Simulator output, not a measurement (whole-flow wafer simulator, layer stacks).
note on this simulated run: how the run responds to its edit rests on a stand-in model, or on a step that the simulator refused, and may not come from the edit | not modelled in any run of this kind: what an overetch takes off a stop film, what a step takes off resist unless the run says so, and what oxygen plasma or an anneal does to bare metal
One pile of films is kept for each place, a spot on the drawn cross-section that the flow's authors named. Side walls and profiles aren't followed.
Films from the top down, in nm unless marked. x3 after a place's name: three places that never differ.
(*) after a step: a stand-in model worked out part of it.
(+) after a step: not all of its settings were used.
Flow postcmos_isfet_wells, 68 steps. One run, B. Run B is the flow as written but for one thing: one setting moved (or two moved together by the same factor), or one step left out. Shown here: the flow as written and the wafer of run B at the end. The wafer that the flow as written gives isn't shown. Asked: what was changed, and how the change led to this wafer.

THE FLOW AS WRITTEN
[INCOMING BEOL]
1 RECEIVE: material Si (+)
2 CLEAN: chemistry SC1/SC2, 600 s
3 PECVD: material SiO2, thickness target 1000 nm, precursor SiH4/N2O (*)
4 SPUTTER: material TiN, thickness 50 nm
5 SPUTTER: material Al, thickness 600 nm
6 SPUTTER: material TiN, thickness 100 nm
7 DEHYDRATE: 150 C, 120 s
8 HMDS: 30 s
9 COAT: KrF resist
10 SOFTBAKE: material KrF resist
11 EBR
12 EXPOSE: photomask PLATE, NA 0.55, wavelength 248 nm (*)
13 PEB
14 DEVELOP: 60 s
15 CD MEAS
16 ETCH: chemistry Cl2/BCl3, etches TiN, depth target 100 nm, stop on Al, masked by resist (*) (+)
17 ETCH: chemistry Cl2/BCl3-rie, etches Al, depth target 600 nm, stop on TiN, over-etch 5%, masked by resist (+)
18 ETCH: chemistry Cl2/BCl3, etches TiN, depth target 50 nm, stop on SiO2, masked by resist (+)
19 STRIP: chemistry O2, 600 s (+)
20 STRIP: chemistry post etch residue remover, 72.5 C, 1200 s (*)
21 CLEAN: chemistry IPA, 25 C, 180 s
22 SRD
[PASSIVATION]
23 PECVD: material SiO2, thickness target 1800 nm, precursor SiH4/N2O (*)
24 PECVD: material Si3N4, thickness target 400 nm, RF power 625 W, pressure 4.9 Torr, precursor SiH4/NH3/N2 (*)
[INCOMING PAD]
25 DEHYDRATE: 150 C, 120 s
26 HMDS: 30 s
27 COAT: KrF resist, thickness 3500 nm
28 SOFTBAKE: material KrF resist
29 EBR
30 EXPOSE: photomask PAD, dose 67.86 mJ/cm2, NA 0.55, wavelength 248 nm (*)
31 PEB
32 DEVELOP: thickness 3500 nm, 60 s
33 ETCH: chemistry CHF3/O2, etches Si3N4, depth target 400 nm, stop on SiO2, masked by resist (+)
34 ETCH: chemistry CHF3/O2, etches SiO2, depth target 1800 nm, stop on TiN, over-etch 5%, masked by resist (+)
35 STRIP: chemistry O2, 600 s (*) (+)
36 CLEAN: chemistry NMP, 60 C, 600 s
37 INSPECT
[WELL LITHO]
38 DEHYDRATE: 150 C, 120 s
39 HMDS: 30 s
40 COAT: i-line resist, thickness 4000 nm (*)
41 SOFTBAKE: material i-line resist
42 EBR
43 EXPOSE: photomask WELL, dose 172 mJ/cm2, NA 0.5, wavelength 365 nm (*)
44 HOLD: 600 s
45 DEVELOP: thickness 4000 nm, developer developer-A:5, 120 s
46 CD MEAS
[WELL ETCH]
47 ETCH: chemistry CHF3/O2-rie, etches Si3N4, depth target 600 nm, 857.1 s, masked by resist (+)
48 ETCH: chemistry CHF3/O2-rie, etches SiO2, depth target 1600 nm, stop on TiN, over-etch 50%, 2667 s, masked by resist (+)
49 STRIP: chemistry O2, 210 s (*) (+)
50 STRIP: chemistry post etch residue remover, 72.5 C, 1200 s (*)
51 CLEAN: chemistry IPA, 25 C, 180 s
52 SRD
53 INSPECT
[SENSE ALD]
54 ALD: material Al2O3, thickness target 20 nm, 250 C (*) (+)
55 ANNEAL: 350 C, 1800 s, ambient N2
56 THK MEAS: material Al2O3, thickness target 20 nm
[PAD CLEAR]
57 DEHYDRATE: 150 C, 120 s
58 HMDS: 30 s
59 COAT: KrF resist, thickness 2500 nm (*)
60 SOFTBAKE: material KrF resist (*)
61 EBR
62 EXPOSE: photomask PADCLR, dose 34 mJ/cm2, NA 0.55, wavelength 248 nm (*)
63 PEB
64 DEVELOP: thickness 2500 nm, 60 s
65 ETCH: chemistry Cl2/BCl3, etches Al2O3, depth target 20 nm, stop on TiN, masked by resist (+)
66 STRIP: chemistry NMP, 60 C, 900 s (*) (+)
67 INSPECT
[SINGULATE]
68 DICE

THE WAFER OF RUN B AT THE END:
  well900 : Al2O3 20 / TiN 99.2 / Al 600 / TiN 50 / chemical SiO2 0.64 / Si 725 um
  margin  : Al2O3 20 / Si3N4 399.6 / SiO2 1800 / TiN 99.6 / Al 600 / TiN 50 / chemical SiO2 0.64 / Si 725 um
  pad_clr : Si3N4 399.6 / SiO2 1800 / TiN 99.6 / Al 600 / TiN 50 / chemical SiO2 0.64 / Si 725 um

The cause: step 3, PECVD: material SiO2, thickness target 1000 nm, precursor SiH4/N2O (*), was left out.

How the change led to this, step by step:
  19 STRIP: chemistry O2, 600 s (+)
      field: chemical SiO2 +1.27, Si -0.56 (as written it would be: nothing)
  23 PECVD: material SiO2, thickness target 1800 nm, precursor SiH4/N2O (*)
      field: SiO2 +1800 (new film), void +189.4 (new film), SiO2 +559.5 (new film) (as written it would be: SiO2 +1800 (new film), void +189.9 (new film), SiO2 +559.7)
